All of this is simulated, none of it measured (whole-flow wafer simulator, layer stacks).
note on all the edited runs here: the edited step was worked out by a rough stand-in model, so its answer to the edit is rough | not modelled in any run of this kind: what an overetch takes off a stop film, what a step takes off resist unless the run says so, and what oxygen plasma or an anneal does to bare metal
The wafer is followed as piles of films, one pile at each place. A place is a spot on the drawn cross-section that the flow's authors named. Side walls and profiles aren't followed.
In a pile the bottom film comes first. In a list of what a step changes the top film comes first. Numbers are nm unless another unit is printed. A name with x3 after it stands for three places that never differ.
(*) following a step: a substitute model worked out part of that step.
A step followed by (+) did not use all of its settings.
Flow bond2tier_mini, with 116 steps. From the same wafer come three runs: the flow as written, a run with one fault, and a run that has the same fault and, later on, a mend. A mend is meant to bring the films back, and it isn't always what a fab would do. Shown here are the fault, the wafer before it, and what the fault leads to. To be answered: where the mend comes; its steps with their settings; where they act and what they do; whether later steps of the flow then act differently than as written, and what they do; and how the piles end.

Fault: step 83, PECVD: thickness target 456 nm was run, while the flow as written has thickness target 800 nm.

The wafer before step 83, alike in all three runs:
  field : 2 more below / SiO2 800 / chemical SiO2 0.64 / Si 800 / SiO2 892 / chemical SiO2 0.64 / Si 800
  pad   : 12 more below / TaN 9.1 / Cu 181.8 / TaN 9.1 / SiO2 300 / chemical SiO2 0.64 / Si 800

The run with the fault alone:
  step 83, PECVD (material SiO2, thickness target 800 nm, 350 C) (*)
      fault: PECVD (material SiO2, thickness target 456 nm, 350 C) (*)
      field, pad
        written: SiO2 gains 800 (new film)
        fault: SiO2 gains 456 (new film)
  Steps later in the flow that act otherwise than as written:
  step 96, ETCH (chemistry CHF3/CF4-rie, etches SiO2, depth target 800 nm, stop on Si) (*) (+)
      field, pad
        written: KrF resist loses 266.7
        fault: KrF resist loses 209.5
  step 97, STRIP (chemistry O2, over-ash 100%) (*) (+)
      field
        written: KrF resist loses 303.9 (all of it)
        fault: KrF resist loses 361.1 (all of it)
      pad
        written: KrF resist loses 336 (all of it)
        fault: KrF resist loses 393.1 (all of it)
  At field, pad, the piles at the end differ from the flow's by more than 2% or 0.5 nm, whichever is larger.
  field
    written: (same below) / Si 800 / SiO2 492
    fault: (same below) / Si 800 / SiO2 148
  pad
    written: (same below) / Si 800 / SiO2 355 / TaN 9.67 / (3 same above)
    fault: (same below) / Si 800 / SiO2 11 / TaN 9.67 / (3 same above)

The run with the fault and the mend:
  After step 83 comes the mend.
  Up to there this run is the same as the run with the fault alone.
  step 83a, PECVD (material SiO2, thickness target 344 nm, 350 C) (*) (the flow's step 83, run once more with other settings)
      field, pad
        SiO2 gains 344
  Later steps of the flow that are run all act as written at every place that is followed.
  The piles end the same as the flow's at every place that both follow.
